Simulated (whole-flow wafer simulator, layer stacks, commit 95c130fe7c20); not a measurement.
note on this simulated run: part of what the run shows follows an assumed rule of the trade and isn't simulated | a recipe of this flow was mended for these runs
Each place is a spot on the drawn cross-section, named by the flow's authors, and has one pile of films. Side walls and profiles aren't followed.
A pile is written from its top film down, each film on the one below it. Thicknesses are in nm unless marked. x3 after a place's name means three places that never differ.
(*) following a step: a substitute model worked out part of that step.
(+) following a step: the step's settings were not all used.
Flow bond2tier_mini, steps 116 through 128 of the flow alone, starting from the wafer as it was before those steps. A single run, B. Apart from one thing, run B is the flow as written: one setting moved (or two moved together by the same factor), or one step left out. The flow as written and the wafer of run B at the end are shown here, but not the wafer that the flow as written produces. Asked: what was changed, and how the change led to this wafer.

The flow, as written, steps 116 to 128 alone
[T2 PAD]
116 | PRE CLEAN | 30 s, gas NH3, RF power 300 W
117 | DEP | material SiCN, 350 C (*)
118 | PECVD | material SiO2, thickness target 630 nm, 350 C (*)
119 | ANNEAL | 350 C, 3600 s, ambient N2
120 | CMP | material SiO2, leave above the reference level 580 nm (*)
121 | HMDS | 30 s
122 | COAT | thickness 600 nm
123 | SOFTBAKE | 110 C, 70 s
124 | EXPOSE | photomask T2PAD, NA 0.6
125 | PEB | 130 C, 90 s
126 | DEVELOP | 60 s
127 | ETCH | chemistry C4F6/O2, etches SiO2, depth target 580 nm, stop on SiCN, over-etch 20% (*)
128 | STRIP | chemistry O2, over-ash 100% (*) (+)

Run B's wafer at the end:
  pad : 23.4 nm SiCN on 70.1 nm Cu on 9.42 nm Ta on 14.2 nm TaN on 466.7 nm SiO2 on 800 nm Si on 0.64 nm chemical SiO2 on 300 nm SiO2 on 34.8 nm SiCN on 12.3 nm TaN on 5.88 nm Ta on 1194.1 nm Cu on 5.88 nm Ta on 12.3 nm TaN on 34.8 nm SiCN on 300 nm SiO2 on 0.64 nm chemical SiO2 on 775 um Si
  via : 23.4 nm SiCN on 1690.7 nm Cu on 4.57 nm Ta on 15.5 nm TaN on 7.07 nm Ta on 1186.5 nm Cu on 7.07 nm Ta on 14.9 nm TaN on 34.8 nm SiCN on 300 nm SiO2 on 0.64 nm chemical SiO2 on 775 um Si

What caused this: step 127, ETCH: depth target 615 nm was run, whereas the flow has depth target 580 nm.

The path from the change to this, step by step:
  127 | ETCH | chemistry C4F6/O2, etches SiO2, depth target 580 nm, stop on SiCN, over-etch 20% (*)
      pad, via: SiO2 loses 580 (all of it), SiCN loses 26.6 (in the flow as written it would be: SiO2 loses 580 (all of it), SiCN loses 19.6)
      field: thick-KrF-resist loses 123 (in the flow as written it would be: thick-KrF-resist loses 116)
